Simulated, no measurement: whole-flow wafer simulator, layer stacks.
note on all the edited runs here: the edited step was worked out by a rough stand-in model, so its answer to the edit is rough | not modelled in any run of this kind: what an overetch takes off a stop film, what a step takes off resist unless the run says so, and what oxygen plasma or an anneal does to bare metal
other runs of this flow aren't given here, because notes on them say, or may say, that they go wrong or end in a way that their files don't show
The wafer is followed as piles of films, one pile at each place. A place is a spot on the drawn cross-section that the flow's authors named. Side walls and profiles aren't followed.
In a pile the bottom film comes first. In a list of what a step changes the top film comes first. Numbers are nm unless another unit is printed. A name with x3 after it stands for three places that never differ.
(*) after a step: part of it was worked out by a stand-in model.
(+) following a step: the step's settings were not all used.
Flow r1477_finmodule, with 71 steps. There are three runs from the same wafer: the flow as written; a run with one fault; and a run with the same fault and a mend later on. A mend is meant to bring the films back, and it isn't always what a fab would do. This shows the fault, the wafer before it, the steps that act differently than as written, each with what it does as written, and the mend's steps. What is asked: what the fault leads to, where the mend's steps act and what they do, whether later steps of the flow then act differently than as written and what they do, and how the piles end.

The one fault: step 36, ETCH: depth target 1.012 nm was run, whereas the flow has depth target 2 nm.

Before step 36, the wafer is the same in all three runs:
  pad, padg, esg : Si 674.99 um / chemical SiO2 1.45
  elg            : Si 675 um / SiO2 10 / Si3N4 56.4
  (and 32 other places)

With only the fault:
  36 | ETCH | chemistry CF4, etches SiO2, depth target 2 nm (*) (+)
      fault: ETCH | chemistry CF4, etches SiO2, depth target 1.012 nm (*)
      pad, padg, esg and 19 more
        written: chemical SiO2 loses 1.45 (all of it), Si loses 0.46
        fault: chemical SiO2 loses 1.01
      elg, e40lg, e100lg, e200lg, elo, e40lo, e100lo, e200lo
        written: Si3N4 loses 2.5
        fault: Si3N4 loses 1.27
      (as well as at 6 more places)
  Later steps of the flow acting differently than as written (8 other steps are not shown; they differ only slightly, by no more than 2% or 0.5 nm, whichever is larger):
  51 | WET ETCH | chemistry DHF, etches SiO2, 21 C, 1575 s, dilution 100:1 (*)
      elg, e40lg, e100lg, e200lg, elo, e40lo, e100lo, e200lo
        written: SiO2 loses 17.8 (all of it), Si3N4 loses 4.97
        fault: SiO2 loses 16.6 (all of it), Si3N4 loses 5.07
  By the end, the piles at elg, e40lg, e100lg, e200lg, elo, e40lo, e100lo, e200lo depart from the flow's by more than 2% or 0.5 nm, whichever is larger.
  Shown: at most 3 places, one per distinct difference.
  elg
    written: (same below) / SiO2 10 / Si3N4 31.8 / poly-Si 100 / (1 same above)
    fault: (same below) / SiO2 10 / Si3N4 32.9 / poly-Si 100 / (1 same above)
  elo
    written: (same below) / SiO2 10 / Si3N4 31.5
    fault: (same below) / SiO2 10 / Si3N4 32.7

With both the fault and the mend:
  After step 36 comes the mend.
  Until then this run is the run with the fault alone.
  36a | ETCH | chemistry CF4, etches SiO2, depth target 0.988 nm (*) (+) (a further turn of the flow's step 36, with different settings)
      pad, padg, esg and 19 more
        chemical SiO2 loses 0.44 (all of it), Si loses 0.46
      elg, e40lg, e100lg, e200lg, elo, e40lo, e100lo, e200lo
        Si3N4 loses 1.23
      s40sg_line, s45sg_line, s50sg_line, s40so_line, s45so_line, s50so_line
        SiO2 loses 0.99
  None of the later steps of the flow acts differently than as written at any place that is followed.
  At every place that both follow, the piles at the end match the flow's.
